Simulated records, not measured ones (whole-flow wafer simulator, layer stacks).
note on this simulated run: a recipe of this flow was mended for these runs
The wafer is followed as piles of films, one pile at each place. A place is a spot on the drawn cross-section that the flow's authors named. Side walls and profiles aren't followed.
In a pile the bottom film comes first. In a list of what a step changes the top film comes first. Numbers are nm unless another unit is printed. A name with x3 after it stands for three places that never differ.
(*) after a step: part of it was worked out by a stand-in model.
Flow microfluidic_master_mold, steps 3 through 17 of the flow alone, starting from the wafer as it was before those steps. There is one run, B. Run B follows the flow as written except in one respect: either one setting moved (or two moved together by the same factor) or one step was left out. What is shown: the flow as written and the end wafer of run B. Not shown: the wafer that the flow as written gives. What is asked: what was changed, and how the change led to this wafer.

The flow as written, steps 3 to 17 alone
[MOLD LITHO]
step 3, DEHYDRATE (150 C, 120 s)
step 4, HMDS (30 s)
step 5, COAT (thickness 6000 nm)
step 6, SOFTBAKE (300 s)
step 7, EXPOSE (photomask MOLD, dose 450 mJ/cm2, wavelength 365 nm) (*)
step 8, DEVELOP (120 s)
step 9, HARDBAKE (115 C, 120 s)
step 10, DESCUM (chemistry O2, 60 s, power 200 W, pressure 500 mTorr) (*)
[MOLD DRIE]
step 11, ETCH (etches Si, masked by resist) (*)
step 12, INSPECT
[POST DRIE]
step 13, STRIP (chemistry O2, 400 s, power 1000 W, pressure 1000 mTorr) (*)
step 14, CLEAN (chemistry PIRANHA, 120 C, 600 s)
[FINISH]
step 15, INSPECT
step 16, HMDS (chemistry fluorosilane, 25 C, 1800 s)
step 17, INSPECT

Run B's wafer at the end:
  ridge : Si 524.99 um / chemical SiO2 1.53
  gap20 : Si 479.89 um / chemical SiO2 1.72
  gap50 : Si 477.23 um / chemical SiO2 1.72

Cause: step 5, COAT: thickness 4076 nm was run, while the flow as written has thickness 6000 nm.

The path from the change to this, step by step:
  step 5, COAT (thickness 6000 nm)
      ridge, gap20, gap50, gap200 x2: +4076 thick-i-line-resist (new film) (in the flow as written it would be: +6000 thick-i-line-resist (new film))
  step 8, DEVELOP (120 s)
      gap20, gap50, gap200 x2: -4076 thick-i-line-resist (all of it) (in the flow as written it would be: -6000 thick-i-line-resist (all of it))
  step 9, HARDBAKE (115 C, 120 s)
      ridge: -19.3 thick-i-line-resist (in the flow as written it would be: -33.5 thick-i-line-resist)
  step 11, ETCH (etches Si, masked by resist) (*)
      gap20: -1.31 chemical SiO2 (all of it), -45.1 um Si (in the flow as written it would be: -1.31 chemical SiO2 (all of it), -44.81 um Si)
      gap50: -1.31 chemical SiO2 (all of it), -47.76 um Si (in the flow as written it would be: -1.31 chemical SiO2 (all of it), -47.62 um Si)
  step 13, STRIP (chemistry O2, 400 s, power 1000 W, pressure 1000 mTorr) (*)
      ridge: -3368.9 thick-i-line-resist (all of it), +0.93 chemical SiO2, -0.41 Si (in the flow as written it would be: -5278.7 thick-i-line-resist (all of it), +0.78 chemical SiO2, -0.34 Si)
